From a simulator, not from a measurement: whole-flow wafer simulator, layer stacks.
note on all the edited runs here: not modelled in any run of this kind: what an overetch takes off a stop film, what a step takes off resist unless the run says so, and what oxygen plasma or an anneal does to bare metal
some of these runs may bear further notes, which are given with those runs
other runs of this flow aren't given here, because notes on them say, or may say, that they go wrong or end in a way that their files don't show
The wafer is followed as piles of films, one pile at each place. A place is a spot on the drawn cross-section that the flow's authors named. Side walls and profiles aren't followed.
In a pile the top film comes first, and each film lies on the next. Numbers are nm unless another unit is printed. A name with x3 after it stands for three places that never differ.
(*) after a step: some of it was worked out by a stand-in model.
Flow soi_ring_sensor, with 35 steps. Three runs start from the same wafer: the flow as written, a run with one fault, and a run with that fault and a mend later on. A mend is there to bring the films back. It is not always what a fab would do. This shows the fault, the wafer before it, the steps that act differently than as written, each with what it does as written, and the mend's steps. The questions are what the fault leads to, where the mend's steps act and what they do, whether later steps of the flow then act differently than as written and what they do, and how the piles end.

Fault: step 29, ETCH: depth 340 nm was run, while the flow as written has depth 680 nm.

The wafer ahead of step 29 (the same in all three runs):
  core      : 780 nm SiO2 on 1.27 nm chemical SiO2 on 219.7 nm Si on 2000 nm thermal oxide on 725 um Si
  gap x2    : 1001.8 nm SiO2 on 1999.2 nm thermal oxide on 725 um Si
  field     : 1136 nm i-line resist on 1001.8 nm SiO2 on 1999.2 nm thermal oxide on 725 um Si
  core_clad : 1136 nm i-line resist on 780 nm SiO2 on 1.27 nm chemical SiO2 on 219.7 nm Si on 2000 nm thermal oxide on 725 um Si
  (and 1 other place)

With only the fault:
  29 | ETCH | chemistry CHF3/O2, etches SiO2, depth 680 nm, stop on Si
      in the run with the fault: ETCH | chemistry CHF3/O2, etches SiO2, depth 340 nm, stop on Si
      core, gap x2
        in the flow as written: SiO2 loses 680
        in the run with the fault: SiO2 loses 340
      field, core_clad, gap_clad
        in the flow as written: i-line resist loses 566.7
        in the run with the fault: i-line resist loses 283.3
  Later steps of the flow acting differently than as written:
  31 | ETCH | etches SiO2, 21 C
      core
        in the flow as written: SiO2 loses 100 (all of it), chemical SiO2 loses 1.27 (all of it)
        in the run with the fault: SiO2 loses 440 (all of it), chemical SiO2 loses 1.27 (all of it)
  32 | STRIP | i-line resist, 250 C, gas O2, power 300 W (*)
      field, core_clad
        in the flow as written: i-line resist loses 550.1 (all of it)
        in the run with the fault: i-line resist loses 833.4 (all of it)
  When the end is reached, the piles differ only a little from the flow's at the places that both follow, at most by 2% or 0.5 nm, whichever is larger.

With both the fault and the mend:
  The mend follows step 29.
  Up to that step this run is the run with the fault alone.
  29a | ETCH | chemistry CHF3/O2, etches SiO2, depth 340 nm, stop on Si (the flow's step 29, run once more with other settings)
      core, gap x2
        SiO2 loses 340
      field, core_clad, gap_clad
        i-line resist loses 283.3
  None of the later steps of the flow acts differently than as written at any place that is followed.
  At every place that both follow, the piles at the end match the flow's.
